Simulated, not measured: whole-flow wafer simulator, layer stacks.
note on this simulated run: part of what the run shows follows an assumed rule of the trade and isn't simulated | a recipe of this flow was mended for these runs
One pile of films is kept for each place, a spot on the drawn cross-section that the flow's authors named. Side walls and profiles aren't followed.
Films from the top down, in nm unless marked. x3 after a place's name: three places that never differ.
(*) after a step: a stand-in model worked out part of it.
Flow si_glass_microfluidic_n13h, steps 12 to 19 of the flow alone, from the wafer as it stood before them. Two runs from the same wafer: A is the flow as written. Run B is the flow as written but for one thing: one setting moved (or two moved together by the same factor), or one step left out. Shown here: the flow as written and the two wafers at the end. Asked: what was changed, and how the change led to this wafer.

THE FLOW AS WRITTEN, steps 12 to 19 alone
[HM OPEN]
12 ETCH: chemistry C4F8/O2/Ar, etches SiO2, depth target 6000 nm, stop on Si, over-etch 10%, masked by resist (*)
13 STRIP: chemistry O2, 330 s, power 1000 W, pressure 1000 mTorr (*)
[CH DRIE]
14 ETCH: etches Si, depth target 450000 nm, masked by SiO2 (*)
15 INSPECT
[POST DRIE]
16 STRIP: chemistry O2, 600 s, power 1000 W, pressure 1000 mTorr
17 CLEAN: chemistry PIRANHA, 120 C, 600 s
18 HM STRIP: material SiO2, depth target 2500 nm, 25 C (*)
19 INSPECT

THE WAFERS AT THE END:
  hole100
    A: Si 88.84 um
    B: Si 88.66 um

The cause: step 12, ETCH: depth target 7296 nm was run, where the flow has depth target 6000 nm.

How the change led to this, step by step:
  12 ETCH: chemistry C4F8/O2/Ar, etches SiO2, depth target 6000 nm, stop on Si, over-etch 10%, masked by resist (*)
      land: A thick-i-line-resist -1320 | B thick-i-line-resist -1605.1
      hole100: A SiO2 -6000 (all of it), Si -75 | B SiO2 -6000 (all of it), Si -253.2
  13 STRIP: chemistry O2, 330 s, power 1000 W, pressure 1000 mTorr (*)
      land: A thick-i-line-resist -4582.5 (all of it) | B thick-i-line-resist -4297.4 (all of it)
